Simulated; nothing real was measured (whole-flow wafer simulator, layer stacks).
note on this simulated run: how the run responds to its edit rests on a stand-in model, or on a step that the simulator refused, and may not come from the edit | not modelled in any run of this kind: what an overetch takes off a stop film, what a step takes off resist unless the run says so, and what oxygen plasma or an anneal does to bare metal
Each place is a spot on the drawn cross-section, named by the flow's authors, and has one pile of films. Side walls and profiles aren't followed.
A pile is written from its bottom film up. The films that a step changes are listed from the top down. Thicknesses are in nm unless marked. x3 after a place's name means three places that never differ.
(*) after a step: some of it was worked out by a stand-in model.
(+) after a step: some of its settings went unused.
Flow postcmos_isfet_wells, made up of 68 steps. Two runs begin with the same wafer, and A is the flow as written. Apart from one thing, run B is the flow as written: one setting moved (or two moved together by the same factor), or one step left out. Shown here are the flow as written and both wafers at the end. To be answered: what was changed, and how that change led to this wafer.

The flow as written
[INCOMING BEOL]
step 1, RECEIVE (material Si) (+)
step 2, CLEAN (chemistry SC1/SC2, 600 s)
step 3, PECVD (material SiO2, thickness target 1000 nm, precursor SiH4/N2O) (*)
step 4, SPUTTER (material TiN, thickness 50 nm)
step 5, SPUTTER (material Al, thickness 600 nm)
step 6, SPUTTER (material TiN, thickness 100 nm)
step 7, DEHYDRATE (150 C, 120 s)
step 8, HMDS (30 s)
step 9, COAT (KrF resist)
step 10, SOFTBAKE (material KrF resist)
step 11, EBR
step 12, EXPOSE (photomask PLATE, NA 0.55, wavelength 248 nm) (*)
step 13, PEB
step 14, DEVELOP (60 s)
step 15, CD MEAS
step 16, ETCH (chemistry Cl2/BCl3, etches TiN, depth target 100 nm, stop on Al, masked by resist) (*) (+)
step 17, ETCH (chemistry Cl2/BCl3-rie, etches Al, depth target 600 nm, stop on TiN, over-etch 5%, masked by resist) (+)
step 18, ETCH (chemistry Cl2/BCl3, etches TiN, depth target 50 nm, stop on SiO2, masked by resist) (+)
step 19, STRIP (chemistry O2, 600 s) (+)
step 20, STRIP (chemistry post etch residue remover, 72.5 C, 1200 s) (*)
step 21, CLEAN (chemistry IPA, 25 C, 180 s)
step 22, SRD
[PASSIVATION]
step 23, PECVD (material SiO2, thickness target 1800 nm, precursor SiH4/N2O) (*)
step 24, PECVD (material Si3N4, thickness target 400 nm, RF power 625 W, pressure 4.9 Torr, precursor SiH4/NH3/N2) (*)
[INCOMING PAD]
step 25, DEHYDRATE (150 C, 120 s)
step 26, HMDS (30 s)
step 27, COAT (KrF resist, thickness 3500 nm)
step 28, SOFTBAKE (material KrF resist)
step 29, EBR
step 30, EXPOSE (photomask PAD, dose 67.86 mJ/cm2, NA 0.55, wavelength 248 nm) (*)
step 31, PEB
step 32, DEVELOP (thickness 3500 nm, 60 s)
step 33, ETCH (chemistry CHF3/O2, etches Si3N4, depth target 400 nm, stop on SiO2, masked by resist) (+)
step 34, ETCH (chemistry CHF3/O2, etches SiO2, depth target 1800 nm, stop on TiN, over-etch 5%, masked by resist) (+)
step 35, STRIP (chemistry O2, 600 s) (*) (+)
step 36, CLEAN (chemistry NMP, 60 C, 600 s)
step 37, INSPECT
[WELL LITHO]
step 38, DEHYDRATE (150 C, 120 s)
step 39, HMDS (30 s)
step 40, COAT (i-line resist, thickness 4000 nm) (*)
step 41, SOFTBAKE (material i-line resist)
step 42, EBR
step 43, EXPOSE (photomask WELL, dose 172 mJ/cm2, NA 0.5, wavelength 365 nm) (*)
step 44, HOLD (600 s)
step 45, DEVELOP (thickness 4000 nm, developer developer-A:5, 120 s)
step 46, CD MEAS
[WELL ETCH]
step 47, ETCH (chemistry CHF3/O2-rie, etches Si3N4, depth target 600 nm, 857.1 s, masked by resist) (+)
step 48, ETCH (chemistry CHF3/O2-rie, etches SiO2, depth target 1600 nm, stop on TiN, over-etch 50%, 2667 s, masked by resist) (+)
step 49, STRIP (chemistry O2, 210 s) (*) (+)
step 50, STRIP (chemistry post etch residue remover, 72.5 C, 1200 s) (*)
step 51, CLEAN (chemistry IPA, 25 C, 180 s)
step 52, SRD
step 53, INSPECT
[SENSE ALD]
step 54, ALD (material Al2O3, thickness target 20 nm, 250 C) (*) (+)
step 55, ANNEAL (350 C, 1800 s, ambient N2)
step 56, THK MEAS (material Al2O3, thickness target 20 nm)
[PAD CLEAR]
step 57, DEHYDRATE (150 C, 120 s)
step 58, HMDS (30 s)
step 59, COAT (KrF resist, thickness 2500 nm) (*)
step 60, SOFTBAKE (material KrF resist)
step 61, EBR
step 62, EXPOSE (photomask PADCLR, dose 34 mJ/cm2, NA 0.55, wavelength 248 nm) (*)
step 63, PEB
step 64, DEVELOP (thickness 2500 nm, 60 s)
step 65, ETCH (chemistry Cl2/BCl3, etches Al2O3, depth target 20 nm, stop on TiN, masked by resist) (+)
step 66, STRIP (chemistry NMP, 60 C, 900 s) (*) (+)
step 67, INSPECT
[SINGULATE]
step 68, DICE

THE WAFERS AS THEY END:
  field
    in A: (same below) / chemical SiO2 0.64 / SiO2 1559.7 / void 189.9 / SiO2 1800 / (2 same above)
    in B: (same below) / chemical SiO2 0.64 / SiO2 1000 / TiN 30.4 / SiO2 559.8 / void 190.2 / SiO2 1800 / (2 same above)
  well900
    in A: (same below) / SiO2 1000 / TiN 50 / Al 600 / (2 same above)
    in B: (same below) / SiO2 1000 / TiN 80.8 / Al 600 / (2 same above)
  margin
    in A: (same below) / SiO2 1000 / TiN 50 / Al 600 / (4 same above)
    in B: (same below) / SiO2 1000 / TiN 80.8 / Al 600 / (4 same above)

The reason: step 4, SPUTTER: thickness 80.85 nm was run, whereas the flow has thickness 50 nm.
One can read it off the wafer: well900 has TiN 80.8, and step 4 as written asks for 50 nm.

The path from the change to this, step by step:
  step 4, SPUTTER (material TiN, thickness 50 nm)
      field, margin, well900, well1300 x3, pad_rim, pad_clr, pad_open: A TiN gains 50 (new film) | B TiN gains 80.8 (new film)
  step 18, ETCH (chemistry Cl2/BCl3, etches TiN, depth target 50 nm, stop on SiO2, masked by resist) (+)
      field: A TiN loses 50 (all of it) | B TiN loses 50
  step 23, PECVD (material SiO2, thickness target 1800 nm, precursor SiH4/N2O) (*)
      field: A SiO2 gains 1800 (new film), void gains 189.9 (new film), SiO2 gains 559.7 | B SiO2 gains 1800 (new film), void gains 190.2 (new film), SiO2 gains 559.8 (new film)
With metal films that touch counted as one body, field has 1 body; the flow as written gives 0 bodies.
